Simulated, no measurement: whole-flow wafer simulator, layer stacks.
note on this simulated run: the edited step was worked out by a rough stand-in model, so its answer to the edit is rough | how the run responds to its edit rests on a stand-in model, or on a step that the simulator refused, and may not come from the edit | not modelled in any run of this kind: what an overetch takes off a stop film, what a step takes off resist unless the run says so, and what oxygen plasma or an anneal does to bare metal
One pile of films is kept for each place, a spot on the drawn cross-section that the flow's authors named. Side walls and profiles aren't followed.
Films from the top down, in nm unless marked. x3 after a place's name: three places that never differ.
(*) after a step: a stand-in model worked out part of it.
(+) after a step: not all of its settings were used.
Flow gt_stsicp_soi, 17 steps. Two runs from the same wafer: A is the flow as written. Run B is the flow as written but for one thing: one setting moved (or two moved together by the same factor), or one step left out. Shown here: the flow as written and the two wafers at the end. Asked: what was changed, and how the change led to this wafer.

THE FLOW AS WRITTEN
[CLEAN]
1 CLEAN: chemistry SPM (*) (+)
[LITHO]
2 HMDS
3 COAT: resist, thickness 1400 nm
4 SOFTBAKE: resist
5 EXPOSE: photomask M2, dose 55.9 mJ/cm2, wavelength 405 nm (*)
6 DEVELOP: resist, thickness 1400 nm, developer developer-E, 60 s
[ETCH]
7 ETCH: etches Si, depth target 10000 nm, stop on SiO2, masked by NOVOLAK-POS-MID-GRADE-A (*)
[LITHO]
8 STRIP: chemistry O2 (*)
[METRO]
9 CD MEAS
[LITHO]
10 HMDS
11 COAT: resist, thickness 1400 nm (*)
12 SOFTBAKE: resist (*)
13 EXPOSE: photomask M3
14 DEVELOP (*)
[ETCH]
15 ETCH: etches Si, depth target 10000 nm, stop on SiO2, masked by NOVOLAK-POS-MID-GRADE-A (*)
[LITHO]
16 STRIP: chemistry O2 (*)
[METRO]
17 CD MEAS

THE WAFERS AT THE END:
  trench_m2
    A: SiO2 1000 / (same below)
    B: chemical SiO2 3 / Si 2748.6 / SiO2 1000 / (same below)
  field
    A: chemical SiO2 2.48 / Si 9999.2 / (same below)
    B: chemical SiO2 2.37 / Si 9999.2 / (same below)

The cause: step 7, ETCH: depth target 7250 nm was run, where the flow has depth target 10000 nm.

How the change led to this, step by step:
  7 ETCH: etches Si, depth target 10000 nm, stop on SiO2, masked by NOVOLAK-POS-MID-GRADE-A (*)
      trench_m2: A chemical SiO2 -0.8 (all of it), Si -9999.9 (all of it) | B chemical SiO2 -0.8 (all of it), Si -7250
      field, trench_m3: A resist -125 | B resist -90.6
  8 STRIP: chemistry O2 (*)
      trench_m2: A nothing | B chemical SiO2 +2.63 (new film), Si -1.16
      field, trench_m3: A resist -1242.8 (all of it), chemical SiO2 +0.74, Si -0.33 | B resist -1277.2 (all of it), chemical SiO2 +0.75, Si -0.33
  11 COAT: resist, thickness 1400 nm (*)
      trench_m2: A resist +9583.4 (new film) | B resist +7393.6 (new film)
  12 SOFTBAKE: resist (*)
      field: A nothing | B resist +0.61
      trench_m2: A nothing | B resist +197
      (and at 1 more place)
  14 DEVELOP (*)
      trench_m3: A resist -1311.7 (all of it) | B resist -1341.7 (all of it)
  16 STRIP: chemistry O2 (*)
      trench_m2: A resist -9458.4 (all of it) | B resist -7465.6 (all of it), chemical SiO2 +0.37, Si -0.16
